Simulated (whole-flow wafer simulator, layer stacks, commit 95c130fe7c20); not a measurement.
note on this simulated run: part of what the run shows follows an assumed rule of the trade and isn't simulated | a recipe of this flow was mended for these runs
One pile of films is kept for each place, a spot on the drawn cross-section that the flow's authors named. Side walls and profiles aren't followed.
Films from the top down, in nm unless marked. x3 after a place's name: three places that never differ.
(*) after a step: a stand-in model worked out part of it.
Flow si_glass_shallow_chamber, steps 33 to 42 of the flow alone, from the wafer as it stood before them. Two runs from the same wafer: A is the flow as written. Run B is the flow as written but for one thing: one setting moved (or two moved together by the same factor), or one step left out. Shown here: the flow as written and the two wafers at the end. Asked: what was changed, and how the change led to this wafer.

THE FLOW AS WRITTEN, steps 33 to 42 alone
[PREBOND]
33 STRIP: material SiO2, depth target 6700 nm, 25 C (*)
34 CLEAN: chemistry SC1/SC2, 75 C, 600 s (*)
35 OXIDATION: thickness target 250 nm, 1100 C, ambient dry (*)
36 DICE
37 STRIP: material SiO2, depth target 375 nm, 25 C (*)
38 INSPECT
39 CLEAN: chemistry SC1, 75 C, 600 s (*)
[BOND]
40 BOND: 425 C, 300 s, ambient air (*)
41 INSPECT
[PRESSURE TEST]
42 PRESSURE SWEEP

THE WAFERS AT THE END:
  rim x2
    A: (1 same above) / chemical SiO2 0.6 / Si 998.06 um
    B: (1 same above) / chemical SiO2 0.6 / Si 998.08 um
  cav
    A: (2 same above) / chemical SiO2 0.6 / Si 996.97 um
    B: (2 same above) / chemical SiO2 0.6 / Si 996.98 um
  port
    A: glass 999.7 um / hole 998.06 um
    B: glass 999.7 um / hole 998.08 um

The cause: step 35, OXIDATION: 1077 C was run, where the flow has 1100 C.

How the change led to this, step by step:
  35 OXIDATION: thickness target 250 nm, 1100 C, ambient dry (*)
      rim x2, cav, septum, ring: A SiO2 +250 (new film), chemical SiO2 -0.6 (all of it), Si -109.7 | B SiO2 +215.8 (new film), chemical SiO2 -0.6 (all of it), Si -94.7
  37 STRIP: material SiO2, depth target 375 nm, 25 C (*)
      rim x2, cav, septum, ring: A SiO2 -250 (all of it) | B SiO2 -215.8 (all of it)
